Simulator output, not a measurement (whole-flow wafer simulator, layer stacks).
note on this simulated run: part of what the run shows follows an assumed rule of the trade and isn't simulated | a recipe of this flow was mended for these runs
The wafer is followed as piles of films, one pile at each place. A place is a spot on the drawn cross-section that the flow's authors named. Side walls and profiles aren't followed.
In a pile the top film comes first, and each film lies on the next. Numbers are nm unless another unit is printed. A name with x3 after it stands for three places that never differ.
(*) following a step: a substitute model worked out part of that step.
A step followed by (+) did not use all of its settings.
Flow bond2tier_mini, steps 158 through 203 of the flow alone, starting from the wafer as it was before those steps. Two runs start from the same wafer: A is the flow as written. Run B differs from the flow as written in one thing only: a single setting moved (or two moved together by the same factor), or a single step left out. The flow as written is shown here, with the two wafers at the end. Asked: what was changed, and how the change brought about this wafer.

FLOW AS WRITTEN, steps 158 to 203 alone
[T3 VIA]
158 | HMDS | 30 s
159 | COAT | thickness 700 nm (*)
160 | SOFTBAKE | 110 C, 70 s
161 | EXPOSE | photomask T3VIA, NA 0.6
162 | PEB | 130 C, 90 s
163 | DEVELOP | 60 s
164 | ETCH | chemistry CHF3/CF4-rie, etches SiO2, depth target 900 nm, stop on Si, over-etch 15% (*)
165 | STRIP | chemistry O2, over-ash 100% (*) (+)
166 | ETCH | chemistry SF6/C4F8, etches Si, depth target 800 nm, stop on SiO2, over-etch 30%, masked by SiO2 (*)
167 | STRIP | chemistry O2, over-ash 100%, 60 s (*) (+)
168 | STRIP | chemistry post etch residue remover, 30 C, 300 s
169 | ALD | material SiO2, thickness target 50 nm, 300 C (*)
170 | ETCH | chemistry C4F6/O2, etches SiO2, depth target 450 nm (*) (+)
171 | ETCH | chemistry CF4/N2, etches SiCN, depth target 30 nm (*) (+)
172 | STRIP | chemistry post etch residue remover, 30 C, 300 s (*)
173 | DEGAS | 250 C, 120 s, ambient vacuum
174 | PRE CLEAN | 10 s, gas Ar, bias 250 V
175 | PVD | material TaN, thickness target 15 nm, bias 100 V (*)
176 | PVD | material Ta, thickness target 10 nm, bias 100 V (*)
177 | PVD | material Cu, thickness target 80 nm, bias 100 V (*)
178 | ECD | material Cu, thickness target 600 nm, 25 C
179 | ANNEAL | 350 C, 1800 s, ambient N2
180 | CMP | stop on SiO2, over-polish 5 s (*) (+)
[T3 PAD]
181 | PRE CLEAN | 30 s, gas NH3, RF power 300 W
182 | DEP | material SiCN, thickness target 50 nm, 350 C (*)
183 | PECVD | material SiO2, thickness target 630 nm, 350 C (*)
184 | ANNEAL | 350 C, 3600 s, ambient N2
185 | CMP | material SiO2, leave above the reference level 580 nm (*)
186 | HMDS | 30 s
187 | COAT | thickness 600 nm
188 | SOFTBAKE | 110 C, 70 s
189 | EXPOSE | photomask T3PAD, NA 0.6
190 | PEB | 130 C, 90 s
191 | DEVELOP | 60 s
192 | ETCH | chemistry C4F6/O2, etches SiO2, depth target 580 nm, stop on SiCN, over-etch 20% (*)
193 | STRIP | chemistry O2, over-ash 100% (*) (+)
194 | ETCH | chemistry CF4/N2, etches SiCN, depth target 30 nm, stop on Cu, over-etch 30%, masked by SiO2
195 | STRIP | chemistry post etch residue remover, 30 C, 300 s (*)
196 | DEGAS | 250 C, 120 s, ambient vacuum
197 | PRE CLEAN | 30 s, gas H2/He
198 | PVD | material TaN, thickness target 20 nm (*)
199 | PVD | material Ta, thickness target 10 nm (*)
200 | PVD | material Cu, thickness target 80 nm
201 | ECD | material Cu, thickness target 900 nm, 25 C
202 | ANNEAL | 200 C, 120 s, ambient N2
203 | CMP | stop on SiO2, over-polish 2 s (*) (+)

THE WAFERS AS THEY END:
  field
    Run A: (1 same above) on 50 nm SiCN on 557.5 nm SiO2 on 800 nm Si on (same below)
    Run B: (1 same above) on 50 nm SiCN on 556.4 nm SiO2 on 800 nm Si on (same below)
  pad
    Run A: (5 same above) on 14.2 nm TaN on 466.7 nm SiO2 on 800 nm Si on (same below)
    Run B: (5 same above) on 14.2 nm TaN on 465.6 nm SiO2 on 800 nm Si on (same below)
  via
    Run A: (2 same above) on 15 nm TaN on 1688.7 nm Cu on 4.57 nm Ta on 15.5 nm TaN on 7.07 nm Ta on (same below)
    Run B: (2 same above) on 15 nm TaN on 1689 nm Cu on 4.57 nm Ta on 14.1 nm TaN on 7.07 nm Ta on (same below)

The reason: step 174, PRE CLEAN: bias 400 V was run, though the flow has bias 250 V.

The path from the change to this, step by step:
  174 | PRE CLEAN | 10 s, gas Ar, bias 250 V
      field, pad: A -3 SiO2 | B -4.16 SiO2
      via: A -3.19 TaN | B -4.58 TaN
